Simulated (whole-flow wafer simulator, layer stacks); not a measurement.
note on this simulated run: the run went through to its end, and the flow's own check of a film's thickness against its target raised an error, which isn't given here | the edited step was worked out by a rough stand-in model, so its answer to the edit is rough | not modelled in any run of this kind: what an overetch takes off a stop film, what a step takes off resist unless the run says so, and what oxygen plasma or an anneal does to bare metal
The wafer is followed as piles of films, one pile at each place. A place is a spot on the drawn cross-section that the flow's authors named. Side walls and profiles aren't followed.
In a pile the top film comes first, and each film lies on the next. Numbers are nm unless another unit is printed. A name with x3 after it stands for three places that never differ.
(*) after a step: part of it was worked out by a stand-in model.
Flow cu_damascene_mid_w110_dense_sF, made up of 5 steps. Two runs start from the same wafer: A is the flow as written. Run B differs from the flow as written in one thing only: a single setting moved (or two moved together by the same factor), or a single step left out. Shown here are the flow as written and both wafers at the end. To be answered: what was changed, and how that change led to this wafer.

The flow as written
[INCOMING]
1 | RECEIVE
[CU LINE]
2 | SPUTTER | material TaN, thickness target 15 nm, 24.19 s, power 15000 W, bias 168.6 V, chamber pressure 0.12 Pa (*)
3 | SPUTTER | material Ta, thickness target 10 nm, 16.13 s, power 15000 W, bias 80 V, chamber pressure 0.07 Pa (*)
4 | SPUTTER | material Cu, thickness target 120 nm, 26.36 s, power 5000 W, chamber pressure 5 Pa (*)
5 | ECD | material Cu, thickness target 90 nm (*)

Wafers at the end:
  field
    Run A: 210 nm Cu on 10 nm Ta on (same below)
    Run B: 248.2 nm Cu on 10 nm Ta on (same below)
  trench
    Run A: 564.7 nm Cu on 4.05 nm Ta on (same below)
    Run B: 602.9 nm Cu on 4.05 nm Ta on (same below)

The reason: step 5, ECD: thickness target 128.2 nm was run, though the flow has thickness target 90 nm.

Step by step, how the change led to this:
  5 | ECD | material Cu, thickness target 90 nm (*)
      field: A Cu gains 90 | B Cu gains 128.2
      trench: A Cu gains 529 | B Cu gains 567.2
